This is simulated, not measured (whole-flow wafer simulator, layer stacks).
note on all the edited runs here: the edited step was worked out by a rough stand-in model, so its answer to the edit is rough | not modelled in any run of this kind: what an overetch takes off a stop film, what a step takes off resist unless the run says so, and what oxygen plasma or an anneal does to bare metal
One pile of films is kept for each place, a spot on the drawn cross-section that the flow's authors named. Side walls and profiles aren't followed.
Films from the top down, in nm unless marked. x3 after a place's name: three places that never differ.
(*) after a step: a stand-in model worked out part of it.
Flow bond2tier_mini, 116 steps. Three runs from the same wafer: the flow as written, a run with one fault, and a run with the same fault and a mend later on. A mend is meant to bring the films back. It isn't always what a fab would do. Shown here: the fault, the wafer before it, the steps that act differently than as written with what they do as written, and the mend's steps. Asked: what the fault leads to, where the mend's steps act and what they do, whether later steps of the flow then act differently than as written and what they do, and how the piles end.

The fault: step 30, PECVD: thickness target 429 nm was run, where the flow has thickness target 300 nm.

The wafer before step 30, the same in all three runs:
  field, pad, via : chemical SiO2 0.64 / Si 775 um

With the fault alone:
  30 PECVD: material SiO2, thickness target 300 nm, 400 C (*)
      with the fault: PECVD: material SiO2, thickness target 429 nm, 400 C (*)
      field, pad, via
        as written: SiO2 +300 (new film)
        with the fault: SiO2 +429 (new film)
  No later step of the flow acts differently than as written at any place that is followed.
  At the end the piles differ from the flow's by more than 2% or 0.5 nm, whichever is larger, at field, pad.
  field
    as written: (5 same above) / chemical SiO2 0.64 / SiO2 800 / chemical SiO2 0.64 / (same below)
    with the fault: (5 same above) / chemical SiO2 0.64 / SiO2 929 / chemical SiO2 0.64 / (same below)
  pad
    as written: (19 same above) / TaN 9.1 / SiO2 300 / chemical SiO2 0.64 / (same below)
    with the fault: (19 same above) / TaN 9.1 / SiO2 429 / chemical SiO2 0.64 / (same below)

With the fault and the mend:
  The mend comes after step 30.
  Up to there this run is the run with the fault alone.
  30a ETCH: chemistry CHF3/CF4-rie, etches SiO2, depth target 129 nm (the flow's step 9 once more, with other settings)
      field, pad, via
        SiO2 -129
  No later step of the flow acts differently than as written at any place that is followed.
  At the end the piles are the same as the flow's at every place that both follow.
